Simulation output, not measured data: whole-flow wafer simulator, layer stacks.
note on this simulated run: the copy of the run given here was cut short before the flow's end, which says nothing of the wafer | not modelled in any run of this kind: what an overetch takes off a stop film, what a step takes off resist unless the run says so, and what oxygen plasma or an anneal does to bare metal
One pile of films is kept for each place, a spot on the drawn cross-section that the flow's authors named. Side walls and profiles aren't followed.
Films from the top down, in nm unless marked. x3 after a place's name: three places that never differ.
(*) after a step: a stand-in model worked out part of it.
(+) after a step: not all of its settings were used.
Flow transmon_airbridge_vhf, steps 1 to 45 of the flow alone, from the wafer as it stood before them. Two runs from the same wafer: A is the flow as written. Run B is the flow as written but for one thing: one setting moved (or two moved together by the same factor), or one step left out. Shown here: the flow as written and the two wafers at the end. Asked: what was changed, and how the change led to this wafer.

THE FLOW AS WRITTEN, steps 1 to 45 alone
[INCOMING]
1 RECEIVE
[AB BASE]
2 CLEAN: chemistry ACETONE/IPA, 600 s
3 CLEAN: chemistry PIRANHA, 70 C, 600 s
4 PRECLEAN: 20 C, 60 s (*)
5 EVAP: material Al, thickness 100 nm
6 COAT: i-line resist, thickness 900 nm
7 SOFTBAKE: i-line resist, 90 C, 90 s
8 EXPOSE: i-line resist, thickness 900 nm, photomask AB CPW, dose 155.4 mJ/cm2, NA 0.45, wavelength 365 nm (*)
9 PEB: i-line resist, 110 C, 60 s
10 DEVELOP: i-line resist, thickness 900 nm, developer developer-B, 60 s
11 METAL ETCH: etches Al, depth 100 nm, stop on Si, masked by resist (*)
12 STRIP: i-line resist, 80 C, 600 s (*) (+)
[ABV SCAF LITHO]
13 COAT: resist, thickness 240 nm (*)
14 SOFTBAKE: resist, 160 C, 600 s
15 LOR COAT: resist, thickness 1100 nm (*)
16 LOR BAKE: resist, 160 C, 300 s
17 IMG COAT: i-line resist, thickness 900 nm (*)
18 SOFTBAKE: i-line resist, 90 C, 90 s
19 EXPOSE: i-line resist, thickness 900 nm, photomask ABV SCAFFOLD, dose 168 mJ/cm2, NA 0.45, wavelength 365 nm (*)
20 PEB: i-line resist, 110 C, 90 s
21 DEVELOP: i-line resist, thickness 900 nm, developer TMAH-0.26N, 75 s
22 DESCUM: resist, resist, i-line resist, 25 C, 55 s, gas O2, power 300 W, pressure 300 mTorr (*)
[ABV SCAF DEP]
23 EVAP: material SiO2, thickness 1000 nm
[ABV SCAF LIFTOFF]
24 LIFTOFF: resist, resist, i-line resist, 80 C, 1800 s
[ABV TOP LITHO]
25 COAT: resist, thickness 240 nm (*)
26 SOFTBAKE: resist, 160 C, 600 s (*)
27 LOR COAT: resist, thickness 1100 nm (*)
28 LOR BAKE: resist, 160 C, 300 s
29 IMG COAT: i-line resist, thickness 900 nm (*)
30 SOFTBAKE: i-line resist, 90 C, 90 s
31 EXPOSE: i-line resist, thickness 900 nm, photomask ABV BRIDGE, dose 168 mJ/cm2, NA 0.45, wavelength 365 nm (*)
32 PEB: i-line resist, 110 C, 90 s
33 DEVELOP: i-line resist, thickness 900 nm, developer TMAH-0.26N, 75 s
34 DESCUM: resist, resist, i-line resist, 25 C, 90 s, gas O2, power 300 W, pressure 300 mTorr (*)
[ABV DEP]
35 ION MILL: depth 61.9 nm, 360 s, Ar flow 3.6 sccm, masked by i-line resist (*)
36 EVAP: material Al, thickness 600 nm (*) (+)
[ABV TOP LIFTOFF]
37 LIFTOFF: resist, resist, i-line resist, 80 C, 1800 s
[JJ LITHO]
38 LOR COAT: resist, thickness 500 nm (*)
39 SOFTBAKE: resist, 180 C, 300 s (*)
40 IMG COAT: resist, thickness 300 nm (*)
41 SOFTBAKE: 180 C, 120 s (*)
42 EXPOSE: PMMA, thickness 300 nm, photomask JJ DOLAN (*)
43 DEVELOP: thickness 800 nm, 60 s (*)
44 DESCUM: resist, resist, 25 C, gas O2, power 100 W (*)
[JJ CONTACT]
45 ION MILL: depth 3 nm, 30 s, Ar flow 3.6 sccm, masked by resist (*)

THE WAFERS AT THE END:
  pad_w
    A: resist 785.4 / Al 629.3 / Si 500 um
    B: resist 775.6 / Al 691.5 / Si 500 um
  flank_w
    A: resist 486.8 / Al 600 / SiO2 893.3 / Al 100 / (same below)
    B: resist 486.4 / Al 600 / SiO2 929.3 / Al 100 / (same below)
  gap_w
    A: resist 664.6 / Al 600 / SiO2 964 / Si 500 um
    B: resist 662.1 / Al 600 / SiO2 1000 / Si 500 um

The cause: step 35, ION MILL: depth 61.9 nm, 360 s, Ar flow 3.6 sccm, masked by i-line resist (*), was left out.

How the change led to this, step by step:
  37 LIFTOFF: resist, resist, i-line resist, 80 C, 1800 s
      field x3, jj_line, trace_open_s x2: A Al -600 (all of it), i-line resist -600 (all of it), resist -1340 (all of it) | B Al -600 (all of it), i-line resist -639.7 (all of it), resist -1340 (all of it)
      margin_s, margin_n: A Al -600 (all of it), i-line resist -318.3 (all of it), resist -992 (all of it) | B Al -600 (all of it), i-line resist -358 (all of it), resist -992 (all of it)
      (and at 1 more place)
